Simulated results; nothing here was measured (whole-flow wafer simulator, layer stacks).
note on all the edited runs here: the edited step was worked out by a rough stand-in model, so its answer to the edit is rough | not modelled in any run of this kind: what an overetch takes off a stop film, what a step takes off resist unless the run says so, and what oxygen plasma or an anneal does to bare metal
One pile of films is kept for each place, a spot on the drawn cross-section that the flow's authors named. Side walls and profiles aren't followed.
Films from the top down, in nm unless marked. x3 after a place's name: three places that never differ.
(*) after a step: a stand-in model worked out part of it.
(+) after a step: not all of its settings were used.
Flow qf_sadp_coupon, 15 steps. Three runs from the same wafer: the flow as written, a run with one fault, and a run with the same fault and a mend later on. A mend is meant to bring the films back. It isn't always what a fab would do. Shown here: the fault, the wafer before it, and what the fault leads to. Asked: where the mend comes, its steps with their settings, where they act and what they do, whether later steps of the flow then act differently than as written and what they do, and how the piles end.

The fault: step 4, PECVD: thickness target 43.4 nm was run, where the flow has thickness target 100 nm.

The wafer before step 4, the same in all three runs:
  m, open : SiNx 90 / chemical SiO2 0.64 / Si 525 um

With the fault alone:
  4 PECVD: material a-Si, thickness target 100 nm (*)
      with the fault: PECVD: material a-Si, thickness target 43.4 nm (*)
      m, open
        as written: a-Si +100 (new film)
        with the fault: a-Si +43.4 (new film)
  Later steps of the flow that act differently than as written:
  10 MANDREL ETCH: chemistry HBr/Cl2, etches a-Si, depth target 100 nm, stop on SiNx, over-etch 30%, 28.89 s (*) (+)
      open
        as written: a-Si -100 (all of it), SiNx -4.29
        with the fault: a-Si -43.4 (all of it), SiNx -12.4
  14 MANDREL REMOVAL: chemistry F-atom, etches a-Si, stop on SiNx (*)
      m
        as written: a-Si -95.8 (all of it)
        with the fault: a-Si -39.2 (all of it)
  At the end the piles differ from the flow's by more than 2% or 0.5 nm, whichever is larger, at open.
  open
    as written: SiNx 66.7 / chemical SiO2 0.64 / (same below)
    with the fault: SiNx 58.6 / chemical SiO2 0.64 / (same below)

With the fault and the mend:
  The mend comes after step 4.
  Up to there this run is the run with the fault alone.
  4a PECVD: material a-Si, thickness target 56.6 nm (*) (the flow's step 4 once more, with other settings)
      m, open
        a-Si +56.6
  No later step of the flow acts differently than as written at any place that is followed.
  At the end the piles are the same as the flow's at every place that both follow.
